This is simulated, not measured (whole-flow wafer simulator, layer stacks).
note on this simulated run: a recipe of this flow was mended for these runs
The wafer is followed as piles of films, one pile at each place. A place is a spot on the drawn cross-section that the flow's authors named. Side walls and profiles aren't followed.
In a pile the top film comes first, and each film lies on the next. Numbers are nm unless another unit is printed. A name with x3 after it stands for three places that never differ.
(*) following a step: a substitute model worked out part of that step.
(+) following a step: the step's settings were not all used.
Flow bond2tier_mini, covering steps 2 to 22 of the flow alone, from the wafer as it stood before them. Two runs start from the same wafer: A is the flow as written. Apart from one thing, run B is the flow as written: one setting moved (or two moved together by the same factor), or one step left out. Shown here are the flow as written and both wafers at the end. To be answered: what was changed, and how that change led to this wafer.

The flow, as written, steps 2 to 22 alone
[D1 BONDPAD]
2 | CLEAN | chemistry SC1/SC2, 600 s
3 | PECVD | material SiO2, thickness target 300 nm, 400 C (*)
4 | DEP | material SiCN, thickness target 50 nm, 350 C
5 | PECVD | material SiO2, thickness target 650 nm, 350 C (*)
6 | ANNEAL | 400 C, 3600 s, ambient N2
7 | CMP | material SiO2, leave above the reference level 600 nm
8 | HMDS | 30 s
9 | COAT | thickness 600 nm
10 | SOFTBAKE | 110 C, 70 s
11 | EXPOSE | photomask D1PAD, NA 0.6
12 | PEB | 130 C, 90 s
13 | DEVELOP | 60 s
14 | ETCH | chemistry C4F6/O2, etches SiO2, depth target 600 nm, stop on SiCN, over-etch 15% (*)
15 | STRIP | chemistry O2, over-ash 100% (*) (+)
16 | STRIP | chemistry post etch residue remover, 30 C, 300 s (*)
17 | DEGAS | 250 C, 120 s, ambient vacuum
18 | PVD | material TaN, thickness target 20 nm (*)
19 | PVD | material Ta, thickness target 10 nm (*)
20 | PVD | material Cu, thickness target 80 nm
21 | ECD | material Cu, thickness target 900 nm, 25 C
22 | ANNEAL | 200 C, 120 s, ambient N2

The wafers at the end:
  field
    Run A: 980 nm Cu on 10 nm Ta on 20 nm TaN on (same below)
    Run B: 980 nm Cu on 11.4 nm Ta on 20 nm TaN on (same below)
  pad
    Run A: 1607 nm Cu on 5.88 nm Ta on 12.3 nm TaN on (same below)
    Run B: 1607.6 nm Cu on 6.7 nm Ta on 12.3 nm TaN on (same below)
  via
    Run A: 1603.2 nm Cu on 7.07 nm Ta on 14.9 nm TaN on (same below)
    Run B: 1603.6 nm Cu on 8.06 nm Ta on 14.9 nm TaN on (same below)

The reason: step 19, PVD: thickness target 11.4 nm was run, though the flow has thickness target 10 nm.
The wafer lets one read it off: field has Ta 11.4, and step 19 as written asks for 10 nm.

How this came from the change, step by step:
  19 | PVD | material Ta, thickness target 10 nm (*)
      field: A Ta gains 10 (new film) | B Ta gains 11.4 (new film)
      pad: A Ta gains 5.88 (new film) | B Ta gains 6.7 (new film)
      (as well as at 1 more place)
